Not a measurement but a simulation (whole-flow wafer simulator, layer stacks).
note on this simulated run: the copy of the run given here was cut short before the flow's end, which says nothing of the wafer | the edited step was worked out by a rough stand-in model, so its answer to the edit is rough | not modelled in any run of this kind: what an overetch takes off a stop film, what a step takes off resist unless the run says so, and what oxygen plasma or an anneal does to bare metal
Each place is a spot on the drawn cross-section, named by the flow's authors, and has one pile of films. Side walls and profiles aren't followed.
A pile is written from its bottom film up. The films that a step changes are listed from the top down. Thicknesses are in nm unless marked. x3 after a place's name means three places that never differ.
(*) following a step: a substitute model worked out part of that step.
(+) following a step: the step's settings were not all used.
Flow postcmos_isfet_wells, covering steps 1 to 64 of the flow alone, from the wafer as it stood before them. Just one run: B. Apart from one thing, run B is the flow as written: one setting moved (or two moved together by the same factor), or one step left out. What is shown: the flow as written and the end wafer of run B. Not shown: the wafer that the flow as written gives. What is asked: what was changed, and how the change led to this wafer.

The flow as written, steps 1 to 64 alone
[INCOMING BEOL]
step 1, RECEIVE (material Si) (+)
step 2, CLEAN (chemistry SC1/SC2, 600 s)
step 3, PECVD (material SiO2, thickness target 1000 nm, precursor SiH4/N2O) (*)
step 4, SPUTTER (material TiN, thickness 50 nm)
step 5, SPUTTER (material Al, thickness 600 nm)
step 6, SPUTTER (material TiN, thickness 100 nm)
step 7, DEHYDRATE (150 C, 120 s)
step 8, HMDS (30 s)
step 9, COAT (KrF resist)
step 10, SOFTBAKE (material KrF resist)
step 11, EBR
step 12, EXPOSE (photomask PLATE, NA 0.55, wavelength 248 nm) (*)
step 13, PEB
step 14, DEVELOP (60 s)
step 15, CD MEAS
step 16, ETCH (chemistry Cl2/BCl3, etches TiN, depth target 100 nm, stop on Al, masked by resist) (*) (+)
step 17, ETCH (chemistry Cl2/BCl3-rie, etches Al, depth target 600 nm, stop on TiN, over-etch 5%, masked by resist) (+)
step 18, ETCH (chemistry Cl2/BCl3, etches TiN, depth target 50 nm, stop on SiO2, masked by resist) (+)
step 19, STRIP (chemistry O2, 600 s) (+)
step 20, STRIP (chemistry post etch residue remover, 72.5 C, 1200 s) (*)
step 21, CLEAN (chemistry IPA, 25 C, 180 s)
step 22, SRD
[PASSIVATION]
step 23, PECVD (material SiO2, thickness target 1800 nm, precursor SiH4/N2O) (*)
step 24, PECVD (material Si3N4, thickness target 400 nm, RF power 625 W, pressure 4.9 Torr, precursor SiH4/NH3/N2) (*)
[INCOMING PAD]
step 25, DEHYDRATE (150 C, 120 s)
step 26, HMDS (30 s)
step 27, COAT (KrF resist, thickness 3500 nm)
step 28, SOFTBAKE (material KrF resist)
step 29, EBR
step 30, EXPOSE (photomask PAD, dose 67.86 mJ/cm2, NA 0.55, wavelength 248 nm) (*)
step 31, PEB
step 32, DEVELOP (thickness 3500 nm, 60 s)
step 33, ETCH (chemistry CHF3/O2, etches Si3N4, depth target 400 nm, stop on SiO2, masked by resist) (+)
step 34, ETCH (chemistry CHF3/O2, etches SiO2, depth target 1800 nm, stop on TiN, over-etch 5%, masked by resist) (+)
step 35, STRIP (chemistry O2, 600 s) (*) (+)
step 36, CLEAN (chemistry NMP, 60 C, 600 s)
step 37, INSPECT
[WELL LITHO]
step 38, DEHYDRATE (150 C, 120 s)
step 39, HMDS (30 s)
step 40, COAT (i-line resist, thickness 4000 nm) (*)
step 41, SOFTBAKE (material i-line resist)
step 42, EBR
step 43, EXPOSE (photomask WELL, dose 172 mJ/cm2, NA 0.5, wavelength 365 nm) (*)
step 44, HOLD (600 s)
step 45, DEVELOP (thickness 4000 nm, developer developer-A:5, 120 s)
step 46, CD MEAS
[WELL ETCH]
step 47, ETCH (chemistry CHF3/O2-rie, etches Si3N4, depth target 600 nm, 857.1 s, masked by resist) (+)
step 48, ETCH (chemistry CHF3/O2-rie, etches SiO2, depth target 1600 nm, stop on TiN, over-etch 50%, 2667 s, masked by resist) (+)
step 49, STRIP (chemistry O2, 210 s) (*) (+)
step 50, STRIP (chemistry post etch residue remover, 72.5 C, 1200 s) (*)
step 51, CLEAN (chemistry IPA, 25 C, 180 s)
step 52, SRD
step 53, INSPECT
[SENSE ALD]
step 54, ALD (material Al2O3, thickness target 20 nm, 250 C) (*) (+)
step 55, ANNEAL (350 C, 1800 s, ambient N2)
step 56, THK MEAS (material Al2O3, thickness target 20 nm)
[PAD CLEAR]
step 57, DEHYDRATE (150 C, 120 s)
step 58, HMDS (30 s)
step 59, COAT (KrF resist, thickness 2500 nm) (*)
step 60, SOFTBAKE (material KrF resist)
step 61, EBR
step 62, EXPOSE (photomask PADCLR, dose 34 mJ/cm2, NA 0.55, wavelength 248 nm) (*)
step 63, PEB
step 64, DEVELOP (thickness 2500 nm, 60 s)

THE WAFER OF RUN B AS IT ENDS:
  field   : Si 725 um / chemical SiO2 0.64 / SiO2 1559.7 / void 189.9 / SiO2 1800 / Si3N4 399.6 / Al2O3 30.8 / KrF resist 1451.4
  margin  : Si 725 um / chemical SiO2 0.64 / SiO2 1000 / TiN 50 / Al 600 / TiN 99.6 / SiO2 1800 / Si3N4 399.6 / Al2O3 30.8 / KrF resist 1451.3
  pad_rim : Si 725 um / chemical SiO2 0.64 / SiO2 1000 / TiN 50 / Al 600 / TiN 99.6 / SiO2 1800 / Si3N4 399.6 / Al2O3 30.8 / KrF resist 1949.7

Cause: step 54, ALD: thickness target 30.8 nm was run, though the flow has thickness target 20 nm.
The wafer lets one read it off: field has Al2O3 30.8, and step 54 as written asks for 20 nm.

How this came from the change, step by step:
  step 54, ALD (material Al2O3, thickness target 20 nm, 250 C) (*) (+)
      field, margin, well900, well1300 x3, pad_rim, pad_clr, pad_open: +30.8 Al2O3 (new film) (in the flow as written it would be: +20 Al2O3 (new film))
